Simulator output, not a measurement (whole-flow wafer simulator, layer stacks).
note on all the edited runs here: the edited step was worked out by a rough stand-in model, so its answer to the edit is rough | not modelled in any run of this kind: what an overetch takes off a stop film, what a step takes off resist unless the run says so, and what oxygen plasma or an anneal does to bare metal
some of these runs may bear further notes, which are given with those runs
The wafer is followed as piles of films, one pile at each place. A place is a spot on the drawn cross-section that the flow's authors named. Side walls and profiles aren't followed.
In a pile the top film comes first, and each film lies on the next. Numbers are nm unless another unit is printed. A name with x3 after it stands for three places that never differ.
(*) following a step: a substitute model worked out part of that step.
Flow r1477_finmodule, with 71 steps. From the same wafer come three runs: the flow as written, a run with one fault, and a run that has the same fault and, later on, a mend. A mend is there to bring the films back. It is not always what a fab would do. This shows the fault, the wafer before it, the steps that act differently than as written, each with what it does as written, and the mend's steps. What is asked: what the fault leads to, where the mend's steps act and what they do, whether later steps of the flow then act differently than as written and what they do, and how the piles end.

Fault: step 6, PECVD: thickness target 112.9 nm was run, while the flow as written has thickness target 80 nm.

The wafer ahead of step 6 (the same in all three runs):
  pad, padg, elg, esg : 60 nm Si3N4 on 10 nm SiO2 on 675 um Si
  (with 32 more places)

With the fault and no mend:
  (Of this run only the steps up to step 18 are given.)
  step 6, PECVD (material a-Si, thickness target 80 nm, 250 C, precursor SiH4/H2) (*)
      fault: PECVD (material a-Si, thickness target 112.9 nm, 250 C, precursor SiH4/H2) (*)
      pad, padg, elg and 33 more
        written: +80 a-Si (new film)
        fault: +112.9 a-Si (new film)
  Later steps of the flow acting differently than as written:
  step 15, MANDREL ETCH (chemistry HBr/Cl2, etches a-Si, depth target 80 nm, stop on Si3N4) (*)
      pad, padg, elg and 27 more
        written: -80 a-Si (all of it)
        fault: -80 a-Si
  The piles after step 18 differ from the flow's at pad, padg, elg and 33 more by more than 2% or 0.5 nm, whichever is larger.
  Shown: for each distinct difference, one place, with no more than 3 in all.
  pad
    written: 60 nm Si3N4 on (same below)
    fault: 32.9 nm a-Si on 60 nm Si3N4 on (same below)
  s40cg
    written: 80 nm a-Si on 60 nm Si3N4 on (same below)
    fault: 112.9 nm a-Si on 60 nm Si3N4 on (same below)

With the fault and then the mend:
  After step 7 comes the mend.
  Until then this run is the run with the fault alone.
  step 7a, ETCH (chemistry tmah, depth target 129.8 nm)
      pad, padg, elg and 33 more
        -112.9 a-Si (all of it)
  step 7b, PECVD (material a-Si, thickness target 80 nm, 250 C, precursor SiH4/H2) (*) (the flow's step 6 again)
      pad, padg, elg and 33 more
        +80 a-Si (new film)
  Later steps of the flow that are run all act as written at every place that is followed.
  By the end, the piles equal the flow's at every place that both follow.
